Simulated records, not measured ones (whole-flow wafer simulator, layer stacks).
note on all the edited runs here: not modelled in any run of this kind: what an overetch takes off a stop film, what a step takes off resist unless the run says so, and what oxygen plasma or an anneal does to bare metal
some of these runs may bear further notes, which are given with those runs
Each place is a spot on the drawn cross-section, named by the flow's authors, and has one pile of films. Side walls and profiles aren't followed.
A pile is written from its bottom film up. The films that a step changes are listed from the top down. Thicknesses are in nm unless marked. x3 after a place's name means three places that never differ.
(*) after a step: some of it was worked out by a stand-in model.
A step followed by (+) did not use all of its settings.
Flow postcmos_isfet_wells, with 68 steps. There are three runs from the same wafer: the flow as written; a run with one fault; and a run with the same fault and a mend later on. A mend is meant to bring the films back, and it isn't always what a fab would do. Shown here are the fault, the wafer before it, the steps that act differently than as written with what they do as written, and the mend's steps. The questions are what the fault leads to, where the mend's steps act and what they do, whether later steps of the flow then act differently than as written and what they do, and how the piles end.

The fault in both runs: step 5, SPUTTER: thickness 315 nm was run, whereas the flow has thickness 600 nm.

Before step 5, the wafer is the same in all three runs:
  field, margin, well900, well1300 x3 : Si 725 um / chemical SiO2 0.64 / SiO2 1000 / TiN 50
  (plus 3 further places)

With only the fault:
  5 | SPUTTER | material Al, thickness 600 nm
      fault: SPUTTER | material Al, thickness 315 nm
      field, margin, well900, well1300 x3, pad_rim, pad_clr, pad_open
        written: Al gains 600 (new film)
        fault: Al gains 315 (new film)
  Later steps of the flow acting differently than as written:
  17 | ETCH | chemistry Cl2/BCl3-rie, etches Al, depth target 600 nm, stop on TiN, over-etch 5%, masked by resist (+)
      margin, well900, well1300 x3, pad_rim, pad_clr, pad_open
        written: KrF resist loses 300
        fault: KrF resist loses 165.4
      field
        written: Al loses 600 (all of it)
        fault: Al loses 315 (all of it)
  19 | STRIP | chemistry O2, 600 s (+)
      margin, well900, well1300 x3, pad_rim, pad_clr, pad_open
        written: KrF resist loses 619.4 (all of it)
        fault: KrF resist loses 754 (all of it)
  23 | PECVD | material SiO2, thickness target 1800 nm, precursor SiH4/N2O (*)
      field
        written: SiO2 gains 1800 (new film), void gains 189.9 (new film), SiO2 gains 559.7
        fault: SiO2 gains 2264.6
  The piles end different from the flow's at field, margin, well900, well1300 x3, pad_rim, pad_clr, pad_open by more than 2% or 0.5 nm, whichever is larger.
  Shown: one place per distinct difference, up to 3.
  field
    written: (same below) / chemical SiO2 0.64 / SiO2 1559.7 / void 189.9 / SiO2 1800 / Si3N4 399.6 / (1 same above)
    fault: (same below) / chemical SiO2 0.64 / SiO2 3264.6 / Si3N4 399.6 / (1 same above)
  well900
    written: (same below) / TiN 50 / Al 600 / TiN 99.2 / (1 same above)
    fault: (same below) / TiN 50 / Al 315 / TiN 99.2 / (1 same above)
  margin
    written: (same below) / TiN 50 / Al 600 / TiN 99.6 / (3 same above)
    fault: (same below) / TiN 50 / Al 315 / TiN 99.6 / (3 same above)

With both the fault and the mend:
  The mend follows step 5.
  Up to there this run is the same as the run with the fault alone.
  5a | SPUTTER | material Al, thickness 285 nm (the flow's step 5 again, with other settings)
      field, margin, well900, well1300 x3, pad_rim, pad_clr, pad_open
        Al gains 285
  Every later step of the flow that is run acts as written at every place that is followed.
  By the end, the piles equal the flow's at every place that both follow.
